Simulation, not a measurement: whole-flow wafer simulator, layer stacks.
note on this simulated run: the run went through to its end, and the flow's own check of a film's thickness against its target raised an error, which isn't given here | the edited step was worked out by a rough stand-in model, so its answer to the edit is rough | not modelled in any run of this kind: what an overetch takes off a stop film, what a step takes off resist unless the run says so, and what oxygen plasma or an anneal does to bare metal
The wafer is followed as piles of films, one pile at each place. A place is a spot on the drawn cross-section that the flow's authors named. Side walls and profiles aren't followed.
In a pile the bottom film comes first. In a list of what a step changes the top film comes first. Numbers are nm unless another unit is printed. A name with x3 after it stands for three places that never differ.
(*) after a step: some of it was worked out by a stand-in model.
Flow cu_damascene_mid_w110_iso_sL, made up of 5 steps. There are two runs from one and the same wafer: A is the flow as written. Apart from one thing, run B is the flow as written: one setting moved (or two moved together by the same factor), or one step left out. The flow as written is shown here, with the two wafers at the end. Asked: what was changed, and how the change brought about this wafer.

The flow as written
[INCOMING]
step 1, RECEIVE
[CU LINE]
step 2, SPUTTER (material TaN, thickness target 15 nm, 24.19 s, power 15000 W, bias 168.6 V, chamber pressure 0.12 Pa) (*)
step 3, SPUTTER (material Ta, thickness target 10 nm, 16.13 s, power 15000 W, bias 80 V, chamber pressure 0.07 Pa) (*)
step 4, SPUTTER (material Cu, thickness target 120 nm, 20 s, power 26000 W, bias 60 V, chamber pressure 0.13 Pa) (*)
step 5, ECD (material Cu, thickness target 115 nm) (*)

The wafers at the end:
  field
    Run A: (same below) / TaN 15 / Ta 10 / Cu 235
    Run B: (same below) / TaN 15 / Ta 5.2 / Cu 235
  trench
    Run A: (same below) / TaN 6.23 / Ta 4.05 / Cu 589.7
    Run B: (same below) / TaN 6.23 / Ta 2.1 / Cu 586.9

What caused this: step 3, SPUTTER: thickness target 5.2 nm was run, while the flow as written has thickness target 10 nm; step 3, SPUTTER: 8.47 s was run, where the flow has 16.13 s.
One can read it off the wafer: field has Ta 5.2, and step 3 as written asks for 10 nm.

Step by step, how the change led to this:
  step 3, SPUTTER (material Ta, thickness target 10 nm, 16.13 s, power 15000 W, bias 80 V, chamber pressure 0.07 Pa) (*)
      field: A Ta gains 10 (new film) | B Ta gains 5.2 (new film)
      trench: A Ta gains 4.05 (new film) | B Ta gains 2.1 (new film)
